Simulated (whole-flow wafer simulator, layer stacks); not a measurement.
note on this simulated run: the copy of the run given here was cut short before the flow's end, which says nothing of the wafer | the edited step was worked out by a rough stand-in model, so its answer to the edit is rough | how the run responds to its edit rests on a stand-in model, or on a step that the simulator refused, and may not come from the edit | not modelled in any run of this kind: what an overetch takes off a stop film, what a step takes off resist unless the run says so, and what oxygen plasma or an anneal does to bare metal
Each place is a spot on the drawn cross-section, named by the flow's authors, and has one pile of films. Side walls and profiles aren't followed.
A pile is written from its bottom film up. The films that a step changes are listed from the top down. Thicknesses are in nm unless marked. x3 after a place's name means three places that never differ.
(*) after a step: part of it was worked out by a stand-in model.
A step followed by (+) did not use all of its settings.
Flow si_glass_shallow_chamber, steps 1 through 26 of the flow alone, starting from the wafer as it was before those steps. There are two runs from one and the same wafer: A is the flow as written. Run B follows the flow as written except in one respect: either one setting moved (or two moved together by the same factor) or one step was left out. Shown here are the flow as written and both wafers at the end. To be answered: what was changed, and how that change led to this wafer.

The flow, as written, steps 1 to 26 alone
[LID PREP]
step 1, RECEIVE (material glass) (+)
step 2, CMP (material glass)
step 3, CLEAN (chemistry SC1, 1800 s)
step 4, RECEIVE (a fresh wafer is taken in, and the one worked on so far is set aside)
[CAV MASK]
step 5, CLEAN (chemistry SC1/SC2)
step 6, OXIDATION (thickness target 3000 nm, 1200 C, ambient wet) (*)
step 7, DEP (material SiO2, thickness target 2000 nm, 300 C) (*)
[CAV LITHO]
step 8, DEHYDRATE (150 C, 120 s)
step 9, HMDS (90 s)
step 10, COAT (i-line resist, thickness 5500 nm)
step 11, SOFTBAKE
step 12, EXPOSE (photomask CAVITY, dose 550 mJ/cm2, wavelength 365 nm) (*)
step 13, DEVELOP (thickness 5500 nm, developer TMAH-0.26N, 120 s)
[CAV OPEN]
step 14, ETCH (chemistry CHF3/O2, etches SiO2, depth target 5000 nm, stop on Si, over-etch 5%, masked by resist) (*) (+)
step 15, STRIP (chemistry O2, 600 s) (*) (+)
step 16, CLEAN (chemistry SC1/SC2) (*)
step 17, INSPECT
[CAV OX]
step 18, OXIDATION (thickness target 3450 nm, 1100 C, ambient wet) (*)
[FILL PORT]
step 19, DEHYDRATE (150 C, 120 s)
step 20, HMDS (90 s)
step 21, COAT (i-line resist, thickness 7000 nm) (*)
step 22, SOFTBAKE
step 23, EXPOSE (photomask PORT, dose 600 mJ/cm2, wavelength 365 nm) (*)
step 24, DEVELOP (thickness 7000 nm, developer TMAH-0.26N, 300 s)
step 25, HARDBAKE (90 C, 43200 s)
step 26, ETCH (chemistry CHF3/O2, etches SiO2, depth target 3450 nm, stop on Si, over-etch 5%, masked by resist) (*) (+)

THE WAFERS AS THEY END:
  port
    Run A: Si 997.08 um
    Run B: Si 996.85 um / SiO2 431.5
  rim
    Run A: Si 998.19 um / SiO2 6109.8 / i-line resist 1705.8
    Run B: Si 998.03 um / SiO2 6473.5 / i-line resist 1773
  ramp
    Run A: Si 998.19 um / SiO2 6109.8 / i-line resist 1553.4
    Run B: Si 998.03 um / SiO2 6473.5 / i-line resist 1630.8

What caused this: step 18, OXIDATION: thickness target 4054 nm was run, while the flow as written has thickness target 3450 nm.

How this came from the change, step by step:
  step 18, OXIDATION (thickness target 3450 nm, 1100 C, ambient wet) (*)
      rim, ramp, septum, ring: A SiO2 gains 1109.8, Si loses 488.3 | B SiO2 gains 1473.5, Si loses 648.3
      cav, port: A SiO2 gains 3450 (new film), chemical SiO2 loses 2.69 (all of it), Si loses 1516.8 | B SiO2 gains 4054 (new film), chemical SiO2 loses 2.69 (all of it), Si loses 1782.6
  step 22, SOFTBAKE
      rim: A i-line resist loses 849 | B i-line resist loses 825.7
      ramp: A i-line resist loses 434.5 | B i-line resist loses 418.4
      (also at 2 further places)
  step 25, HARDBAKE (90 C, 43200 s)
      rim: A i-line resist loses 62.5 | B i-line resist loses 64.9
      ramp: A i-line resist loses 57.1 | B i-line resist loses 59.8
  step 26, ETCH (chemistry CHF3/O2, etches SiO2, depth target 3450 nm, stop on Si, over-etch 5%, masked by resist) (*) (+)
      port: A SiO2 loses 3450 (all of it), Si loses 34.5 | B SiO2 loses 3622.5
